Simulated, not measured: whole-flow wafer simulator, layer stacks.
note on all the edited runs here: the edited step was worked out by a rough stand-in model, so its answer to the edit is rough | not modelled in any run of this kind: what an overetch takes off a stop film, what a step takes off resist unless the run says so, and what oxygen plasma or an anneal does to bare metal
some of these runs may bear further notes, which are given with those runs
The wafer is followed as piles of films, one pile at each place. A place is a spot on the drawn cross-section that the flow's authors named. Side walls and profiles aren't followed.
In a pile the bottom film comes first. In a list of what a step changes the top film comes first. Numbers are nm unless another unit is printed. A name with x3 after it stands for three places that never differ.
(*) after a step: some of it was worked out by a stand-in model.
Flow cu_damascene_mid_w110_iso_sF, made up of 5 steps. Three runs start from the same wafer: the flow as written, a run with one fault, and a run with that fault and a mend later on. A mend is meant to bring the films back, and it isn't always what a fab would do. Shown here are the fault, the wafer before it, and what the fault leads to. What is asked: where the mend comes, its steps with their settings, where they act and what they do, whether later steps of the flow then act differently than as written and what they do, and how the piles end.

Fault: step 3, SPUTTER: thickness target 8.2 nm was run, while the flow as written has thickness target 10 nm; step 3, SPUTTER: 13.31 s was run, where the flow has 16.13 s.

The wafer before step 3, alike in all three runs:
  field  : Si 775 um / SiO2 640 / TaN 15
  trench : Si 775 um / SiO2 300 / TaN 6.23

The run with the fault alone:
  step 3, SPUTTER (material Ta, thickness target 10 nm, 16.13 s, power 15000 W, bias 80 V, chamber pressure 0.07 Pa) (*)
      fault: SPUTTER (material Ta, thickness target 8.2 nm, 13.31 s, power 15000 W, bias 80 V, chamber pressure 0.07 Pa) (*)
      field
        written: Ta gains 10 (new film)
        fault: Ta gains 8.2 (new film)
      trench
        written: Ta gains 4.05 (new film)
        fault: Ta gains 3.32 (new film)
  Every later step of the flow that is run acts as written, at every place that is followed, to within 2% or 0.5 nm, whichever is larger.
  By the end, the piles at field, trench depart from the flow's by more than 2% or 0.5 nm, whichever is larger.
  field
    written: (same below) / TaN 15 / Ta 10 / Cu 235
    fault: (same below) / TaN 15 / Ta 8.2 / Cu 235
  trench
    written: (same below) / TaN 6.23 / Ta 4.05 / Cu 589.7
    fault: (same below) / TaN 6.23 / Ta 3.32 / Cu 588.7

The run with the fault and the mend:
  The mend stands after step 3.
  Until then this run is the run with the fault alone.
  step 3a, SPUTTER (material Ta, thickness target 1.8 nm, 2.903 s, power 15000 W, bias 80 V, chamber pressure 0.07 Pa) (*) (a further turn of the flow's step 3, with different settings)
      field
        Ta gains 1.8
      trench
        Ta gains 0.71
  Every later step of the flow that is run acts as written, at every place that is followed, to within 2% or 0.5 nm, whichever is larger.
  When the end is reached, the piles differ only a little from the flow's at the places that both follow, at most by 2% or 0.5 nm, whichever is larger.
